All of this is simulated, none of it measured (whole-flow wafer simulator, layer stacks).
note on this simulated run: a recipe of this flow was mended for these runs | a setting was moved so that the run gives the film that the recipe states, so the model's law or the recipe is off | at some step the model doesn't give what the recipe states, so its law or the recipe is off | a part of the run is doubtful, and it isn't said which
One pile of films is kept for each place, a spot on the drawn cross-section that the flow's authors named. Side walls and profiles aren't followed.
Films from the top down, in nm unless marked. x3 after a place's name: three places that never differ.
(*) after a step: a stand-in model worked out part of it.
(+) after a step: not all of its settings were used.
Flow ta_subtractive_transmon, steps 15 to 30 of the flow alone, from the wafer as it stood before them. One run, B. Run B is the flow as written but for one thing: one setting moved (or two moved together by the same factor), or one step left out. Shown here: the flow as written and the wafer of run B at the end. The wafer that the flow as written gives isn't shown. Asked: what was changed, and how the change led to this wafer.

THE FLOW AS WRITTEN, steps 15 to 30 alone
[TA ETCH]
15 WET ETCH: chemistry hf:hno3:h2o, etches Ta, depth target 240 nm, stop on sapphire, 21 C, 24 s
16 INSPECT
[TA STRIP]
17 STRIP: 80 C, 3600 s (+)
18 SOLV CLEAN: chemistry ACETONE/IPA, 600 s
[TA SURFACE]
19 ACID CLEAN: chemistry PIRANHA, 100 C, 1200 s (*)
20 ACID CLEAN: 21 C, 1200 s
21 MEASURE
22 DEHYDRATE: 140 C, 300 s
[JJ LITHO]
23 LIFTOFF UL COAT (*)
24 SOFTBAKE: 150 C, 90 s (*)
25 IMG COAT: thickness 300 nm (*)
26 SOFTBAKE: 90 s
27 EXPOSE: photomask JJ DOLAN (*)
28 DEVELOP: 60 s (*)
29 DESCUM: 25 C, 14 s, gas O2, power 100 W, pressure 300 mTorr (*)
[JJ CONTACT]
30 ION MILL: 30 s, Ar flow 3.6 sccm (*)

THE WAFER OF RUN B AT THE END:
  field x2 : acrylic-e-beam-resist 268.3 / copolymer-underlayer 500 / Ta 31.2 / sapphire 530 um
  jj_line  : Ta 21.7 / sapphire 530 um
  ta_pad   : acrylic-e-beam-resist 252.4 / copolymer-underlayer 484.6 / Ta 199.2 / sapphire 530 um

The cause: step 15, WET ETCH: 16.8 s was run, where the flow has 24 s.

How the change led to this, step by step:
  15 WET ETCH: chemistry hf:hno3:h2o, etches Ta, depth target 240 nm, stop on sapphire, 21 C, 24 s
      field x2, jj_line, lead: Ta -168 (as written it would be: Ta -199.7 (all of it))
  30 ION MILL: 30 s, Ar flow 3.6 sccm (*)
      jj_line, lead: Ta -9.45 (as written it would be: sapphire -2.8)
Counting metal films that touch as one body, field x2 has 1 body; the flow as written gives 0 bodies.
Counting metal films that touch as one body, jj_line has 1 body; the flow as written gives 0 bodies.
